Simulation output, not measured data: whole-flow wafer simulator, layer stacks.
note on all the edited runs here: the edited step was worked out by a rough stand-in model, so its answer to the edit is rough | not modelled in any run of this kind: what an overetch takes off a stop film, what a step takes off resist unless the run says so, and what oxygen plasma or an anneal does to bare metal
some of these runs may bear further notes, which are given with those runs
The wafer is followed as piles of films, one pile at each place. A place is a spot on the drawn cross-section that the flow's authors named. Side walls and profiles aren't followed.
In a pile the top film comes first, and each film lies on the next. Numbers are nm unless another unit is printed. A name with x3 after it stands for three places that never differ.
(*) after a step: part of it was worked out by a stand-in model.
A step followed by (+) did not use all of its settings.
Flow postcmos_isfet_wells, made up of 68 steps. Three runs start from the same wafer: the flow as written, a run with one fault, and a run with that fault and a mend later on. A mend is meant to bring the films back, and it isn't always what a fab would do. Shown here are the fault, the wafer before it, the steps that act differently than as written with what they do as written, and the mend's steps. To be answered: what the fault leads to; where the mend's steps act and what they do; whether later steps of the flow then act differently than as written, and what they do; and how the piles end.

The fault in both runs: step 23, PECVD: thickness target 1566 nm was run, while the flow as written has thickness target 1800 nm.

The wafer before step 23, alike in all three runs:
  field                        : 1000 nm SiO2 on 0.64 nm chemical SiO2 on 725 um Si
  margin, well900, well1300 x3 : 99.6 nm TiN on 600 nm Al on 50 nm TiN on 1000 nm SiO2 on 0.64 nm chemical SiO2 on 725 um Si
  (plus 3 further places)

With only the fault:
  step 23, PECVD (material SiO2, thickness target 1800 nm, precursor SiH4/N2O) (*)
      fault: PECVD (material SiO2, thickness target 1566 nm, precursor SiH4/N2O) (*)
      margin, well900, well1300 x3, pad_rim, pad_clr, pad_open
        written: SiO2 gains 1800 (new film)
        fault: SiO2 gains 1566 (new film)
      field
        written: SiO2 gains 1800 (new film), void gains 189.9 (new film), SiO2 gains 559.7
        fault: SiO2 gains 1566 (new film), void gains 190 (new film), SiO2 gains 559.6
  Later steps of the flow acting differently than as written (not shown: 1 more step that differs only slightly, by at most 2% or 0.5 nm, whichever is larger):
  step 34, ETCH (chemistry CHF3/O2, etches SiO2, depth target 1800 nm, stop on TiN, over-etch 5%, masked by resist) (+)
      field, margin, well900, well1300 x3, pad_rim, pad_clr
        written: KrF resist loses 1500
        fault: KrF resist loses 1370.2
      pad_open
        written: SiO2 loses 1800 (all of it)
        fault: SiO2 loses 1566 (all of it)
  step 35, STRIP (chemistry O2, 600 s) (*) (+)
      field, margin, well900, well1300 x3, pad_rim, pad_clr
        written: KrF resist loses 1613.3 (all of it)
        fault: KrF resist loses 1743.1 (all of it)
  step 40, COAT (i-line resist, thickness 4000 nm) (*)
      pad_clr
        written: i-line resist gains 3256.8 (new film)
        fault: i-line resist gains 3330 (new film)
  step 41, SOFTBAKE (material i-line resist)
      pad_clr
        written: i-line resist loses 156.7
        fault: i-line resist loses 133.5
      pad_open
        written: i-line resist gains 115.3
        fault: i-line resist gains 104.8
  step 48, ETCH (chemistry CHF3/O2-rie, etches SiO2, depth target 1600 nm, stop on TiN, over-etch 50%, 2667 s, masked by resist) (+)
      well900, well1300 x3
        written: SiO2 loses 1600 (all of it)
        fault: SiO2 loses 1366 (all of it)
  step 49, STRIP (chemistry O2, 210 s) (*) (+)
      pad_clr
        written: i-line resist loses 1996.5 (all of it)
        fault: i-line resist loses 2092.9 (all of it)
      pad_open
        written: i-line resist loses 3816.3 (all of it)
        fault: i-line resist loses 3721.9 (all of it)
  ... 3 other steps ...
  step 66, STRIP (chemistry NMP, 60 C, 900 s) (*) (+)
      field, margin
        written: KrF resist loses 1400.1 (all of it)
        fault: KrF resist loses 1511.1 (all of it)
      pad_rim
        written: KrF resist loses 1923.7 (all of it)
        fault: KrF resist loses 1976.4 (all of it)
  At field, margin, pad_rim, pad_clr, the piles at the end differ from the flow's by more than 2% or 0.5 nm, whichever is larger.
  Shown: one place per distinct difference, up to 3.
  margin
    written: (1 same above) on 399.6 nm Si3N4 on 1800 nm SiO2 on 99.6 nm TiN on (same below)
    fault: (1 same above) on 399.6 nm Si3N4 on 1566 nm SiO2 on 99.6 nm TiN on (same below)
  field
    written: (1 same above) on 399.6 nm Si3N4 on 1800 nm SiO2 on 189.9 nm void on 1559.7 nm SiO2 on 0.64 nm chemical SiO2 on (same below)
    fault: (1 same above) on 399.6 nm Si3N4 on 1566 nm SiO2 on 190 nm void on 1559.6 nm SiO2 on 0.64 nm chemical SiO2 on (same below)
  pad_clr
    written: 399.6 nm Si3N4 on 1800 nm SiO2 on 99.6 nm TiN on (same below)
    fault: 399.6 nm Si3N4 on 1566 nm SiO2 on 99.6 nm TiN on (same below)

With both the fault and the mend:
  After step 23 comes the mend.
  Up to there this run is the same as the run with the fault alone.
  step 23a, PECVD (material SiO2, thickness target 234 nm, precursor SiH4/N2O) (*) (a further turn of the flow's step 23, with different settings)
      field, margin, well900, well1300 x3, pad_rim, pad_clr, pad_open
        SiO2 gains 234
  Later steps of the flow that are run all act as written at every place that is followed.
  The piles end only slightly different from the flow's at the places that both follow, by no more than 2% or 0.5 nm, whichever is larger.
